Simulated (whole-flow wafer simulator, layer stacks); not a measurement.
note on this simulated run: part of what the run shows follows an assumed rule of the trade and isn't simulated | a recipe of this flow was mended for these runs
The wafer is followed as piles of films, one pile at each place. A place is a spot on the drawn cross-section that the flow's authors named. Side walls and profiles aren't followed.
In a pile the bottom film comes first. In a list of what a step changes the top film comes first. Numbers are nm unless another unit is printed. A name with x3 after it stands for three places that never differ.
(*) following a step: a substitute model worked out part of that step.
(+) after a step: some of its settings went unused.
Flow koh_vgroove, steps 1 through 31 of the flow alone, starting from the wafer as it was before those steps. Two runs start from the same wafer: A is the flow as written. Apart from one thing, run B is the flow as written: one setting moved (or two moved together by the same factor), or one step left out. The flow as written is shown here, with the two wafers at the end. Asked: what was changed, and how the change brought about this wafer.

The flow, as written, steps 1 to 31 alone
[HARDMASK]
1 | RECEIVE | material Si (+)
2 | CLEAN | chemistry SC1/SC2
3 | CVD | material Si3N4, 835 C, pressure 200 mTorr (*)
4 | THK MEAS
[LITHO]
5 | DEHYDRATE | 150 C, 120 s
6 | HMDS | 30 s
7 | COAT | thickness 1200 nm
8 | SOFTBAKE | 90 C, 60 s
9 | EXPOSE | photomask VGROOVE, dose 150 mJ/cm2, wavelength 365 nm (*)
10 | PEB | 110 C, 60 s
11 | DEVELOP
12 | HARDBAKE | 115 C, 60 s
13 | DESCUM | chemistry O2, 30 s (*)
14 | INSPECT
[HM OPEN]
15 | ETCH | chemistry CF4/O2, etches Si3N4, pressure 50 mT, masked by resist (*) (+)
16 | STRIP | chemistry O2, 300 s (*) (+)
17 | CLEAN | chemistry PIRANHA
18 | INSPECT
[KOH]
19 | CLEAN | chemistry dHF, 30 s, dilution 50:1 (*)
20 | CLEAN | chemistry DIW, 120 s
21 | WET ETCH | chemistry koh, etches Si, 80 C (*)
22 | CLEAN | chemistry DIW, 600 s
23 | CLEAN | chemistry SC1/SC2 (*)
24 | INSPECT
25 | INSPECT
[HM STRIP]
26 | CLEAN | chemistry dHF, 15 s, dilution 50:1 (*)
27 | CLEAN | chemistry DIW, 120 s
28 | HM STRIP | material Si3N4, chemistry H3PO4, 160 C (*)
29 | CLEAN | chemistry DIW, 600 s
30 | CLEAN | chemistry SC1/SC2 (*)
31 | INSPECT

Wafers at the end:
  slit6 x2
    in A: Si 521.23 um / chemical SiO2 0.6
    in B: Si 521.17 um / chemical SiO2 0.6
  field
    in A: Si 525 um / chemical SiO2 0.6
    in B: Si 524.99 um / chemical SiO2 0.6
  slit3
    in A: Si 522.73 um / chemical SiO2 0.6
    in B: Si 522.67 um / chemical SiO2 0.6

The reason: step 3, CVD: 804 C was run, while the flow as written has 835 C.

How this came from the change, step by step:
  3 | CVD | material Si3N4, 835 C, pressure 200 mTorr (*)
      field, slit3, slit2, slit6 x2: A Si3N4 gains 200 (new film) | B Si3N4 gains 140.2 (new film)
  15 | ETCH | chemistry CF4/O2, etches Si3N4, pressure 50 mT, masked by resist (*) (+)
      slit3, slit2, slit6 x2: A Si3N4 loses 200 (all of it), chemical SiO2 loses 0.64 (all of it), Si loses 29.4 | B Si3N4 loses 140.2 (all of it), chemical SiO2 loses 0.64 (all of it), Si loses 89.1
  28 | HM STRIP | material Si3N4, chemistry H3PO4, 160 C (*)
      field: A Si3N4 loses 198.7 (all of it), chemical SiO2 loses 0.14, Si loses 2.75 | B Si3N4 loses 138.9 (all of it), chemical SiO2 loses 0.14, Si loses 5.74
